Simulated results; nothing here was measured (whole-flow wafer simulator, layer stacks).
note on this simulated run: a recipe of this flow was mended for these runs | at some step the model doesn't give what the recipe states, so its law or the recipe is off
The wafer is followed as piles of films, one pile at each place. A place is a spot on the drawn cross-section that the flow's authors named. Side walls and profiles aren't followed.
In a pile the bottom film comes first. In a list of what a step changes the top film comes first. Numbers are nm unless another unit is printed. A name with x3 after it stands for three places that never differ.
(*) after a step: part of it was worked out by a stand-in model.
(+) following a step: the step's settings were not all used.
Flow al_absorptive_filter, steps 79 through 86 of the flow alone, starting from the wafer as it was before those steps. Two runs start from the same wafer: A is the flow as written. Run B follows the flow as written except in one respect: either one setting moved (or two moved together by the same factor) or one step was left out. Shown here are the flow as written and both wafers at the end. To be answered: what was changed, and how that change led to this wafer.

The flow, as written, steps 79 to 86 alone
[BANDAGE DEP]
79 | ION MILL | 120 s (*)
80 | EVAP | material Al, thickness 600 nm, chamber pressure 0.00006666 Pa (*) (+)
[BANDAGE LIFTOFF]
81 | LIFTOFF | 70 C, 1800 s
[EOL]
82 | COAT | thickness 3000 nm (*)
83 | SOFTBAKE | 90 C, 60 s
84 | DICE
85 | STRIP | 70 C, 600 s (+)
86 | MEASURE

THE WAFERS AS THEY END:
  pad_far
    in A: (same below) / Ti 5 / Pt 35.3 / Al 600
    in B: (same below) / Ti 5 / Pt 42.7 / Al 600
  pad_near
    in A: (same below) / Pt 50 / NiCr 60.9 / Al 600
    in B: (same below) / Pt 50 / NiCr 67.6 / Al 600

The reason: step 79, ION MILL: 60 s was run, whereas the flow has 120 s.

The path from the change to this, step by step:
  79 | ION MILL | 120 s (*)
      gnd, ledge, res and 9 more: A i-line-resist loses 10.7 | B i-line-resist loses 5.33
      pad_far: A Pt loses 14.7 | B Pt loses 7.33
      (also at 1 further place)
